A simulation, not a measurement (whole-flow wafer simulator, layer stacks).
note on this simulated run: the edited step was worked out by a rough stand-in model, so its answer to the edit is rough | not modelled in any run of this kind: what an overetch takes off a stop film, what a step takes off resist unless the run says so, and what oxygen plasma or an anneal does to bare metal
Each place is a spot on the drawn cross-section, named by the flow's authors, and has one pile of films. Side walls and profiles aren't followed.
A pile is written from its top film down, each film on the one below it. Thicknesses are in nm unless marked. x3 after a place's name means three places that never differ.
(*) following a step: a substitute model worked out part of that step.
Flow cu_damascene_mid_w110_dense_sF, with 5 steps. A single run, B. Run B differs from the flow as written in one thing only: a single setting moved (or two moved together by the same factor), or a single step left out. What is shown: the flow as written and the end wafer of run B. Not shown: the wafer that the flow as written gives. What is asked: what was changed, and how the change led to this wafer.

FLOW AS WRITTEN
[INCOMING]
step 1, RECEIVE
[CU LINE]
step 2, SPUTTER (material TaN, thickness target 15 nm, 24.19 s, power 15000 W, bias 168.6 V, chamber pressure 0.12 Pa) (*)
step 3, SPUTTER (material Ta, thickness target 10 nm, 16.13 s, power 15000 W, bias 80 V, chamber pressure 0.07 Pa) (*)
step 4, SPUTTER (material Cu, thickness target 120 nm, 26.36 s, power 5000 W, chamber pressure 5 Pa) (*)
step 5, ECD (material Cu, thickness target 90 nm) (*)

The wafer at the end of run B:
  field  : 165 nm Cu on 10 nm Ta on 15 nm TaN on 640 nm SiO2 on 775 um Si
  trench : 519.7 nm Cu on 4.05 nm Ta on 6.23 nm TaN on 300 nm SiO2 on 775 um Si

The reason: step 5, ECD: thickness target 45 nm was run, though the flow has thickness target 90 nm.

How this came from the change, step by step:
  step 5, ECD (material Cu, thickness target 90 nm) (*)
      field: Cu gains 45 (in the flow as written it would be: Cu gains 90)
      trench: Cu gains 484 (in the flow as written it would be: Cu gains 529)
